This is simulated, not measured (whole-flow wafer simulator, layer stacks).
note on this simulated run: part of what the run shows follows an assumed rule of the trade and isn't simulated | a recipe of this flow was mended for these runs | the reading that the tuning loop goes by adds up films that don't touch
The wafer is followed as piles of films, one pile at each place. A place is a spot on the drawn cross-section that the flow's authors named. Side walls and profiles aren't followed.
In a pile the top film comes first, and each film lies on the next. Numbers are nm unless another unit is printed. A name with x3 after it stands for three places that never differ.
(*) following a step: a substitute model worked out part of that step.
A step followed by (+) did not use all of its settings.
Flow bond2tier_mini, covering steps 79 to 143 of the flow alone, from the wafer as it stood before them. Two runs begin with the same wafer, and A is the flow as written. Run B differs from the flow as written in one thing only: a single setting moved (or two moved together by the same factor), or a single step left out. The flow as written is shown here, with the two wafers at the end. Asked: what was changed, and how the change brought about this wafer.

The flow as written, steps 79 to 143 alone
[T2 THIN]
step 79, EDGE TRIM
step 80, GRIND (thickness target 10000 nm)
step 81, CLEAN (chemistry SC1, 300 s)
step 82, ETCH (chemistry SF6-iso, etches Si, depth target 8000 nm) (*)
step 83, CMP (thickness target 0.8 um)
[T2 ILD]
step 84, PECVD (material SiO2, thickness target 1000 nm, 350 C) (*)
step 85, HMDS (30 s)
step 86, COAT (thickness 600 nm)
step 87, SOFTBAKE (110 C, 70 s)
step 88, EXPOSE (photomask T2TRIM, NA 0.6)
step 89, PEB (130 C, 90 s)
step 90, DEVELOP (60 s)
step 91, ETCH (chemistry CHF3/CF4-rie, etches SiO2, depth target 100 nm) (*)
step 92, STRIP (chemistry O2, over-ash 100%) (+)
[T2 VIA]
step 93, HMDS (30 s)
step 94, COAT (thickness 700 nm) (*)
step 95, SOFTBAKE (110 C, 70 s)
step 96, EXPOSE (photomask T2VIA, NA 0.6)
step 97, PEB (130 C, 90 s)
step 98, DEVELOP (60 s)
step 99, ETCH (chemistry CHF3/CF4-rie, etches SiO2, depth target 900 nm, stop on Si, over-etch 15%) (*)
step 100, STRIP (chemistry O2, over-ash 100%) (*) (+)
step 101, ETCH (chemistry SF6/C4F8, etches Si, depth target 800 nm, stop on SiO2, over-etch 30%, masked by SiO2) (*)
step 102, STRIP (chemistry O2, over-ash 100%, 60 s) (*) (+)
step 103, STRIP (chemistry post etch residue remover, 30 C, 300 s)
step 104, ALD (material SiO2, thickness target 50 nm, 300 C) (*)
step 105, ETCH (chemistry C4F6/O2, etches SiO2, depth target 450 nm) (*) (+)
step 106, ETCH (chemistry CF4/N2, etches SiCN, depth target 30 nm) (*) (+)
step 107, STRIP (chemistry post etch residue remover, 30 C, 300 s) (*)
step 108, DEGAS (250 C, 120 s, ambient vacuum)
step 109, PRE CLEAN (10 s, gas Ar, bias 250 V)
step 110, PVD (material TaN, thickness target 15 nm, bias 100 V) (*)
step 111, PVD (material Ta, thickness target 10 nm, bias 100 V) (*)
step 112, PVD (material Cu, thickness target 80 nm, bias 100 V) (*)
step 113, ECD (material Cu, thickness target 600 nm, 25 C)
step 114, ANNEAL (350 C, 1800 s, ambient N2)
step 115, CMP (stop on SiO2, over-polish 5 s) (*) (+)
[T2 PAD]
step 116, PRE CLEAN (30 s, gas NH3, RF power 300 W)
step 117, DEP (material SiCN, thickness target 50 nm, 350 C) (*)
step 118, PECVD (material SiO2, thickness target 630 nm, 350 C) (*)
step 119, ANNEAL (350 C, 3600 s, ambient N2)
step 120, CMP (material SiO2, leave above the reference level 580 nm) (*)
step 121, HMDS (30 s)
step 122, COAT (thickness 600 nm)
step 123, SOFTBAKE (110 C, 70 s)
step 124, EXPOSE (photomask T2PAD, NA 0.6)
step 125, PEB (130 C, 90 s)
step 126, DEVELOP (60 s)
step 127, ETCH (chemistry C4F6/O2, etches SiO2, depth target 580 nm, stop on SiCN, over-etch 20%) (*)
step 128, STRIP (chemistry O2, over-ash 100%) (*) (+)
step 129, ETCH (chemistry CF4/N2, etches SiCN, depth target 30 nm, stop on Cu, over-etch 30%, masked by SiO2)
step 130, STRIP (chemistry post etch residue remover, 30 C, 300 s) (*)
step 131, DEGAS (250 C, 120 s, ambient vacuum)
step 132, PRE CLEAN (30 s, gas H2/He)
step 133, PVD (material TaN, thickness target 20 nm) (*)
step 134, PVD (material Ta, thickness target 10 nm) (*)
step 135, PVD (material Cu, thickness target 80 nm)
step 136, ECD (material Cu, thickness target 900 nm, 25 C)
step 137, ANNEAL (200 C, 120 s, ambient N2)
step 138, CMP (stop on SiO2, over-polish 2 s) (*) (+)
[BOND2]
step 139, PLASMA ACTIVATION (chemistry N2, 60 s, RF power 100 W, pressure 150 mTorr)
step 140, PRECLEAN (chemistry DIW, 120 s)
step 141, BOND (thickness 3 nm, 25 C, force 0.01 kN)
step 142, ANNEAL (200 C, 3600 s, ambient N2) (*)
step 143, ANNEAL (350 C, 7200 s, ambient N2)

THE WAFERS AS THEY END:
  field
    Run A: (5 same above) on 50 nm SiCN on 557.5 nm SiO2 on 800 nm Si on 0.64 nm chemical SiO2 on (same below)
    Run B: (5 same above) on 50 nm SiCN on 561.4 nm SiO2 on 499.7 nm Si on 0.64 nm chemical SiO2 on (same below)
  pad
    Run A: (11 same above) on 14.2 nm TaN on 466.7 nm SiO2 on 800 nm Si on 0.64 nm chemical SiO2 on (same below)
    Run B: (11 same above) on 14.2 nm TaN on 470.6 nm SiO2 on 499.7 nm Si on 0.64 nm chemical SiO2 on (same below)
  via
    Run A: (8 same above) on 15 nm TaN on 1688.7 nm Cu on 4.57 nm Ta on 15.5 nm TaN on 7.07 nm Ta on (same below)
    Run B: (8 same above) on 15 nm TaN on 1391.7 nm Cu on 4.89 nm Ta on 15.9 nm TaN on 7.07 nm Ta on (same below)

Cause: step 80, GRIND: thickness target 8500 nm was run, though the flow has thickness target 10000 nm.

The path from the change to this, step by step:
  step 80, GRIND (thickness target 10000 nm)
      field, pad, via: A Si loses 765 um | B Si loses 766.5 um
  step 83, CMP (thickness target 0.8 um)
      field, pad, via: A Si loses 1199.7 | B nothing
  step 101, ETCH (chemistry SF6/C4F8, etches Si, depth target 800 nm, stop on SiO2, over-etch 30%, masked by SiO2) (*)
      field, pad: A SiO2 loses 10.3 | B SiO2 loses 6.35
      via: A Si loses 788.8 (all of it), chemical SiO2 loses 0.64 (all of it), SiO2 loses 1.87 | B Si loses 488.5 (all of it), chemical SiO2 loses 0.64 (all of it), SiO2 loses 4.87
  step 112, PVD (material Cu, thickness target 80 nm, bias 100 V) (*)
      via: A Cu gains 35 (new film) | B Cu gains 37.6 (new film)
  step 113, ECD (material Cu, thickness target 600 nm, 25 C)
      via: A Cu gains 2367 | B Cu gains 2067.4
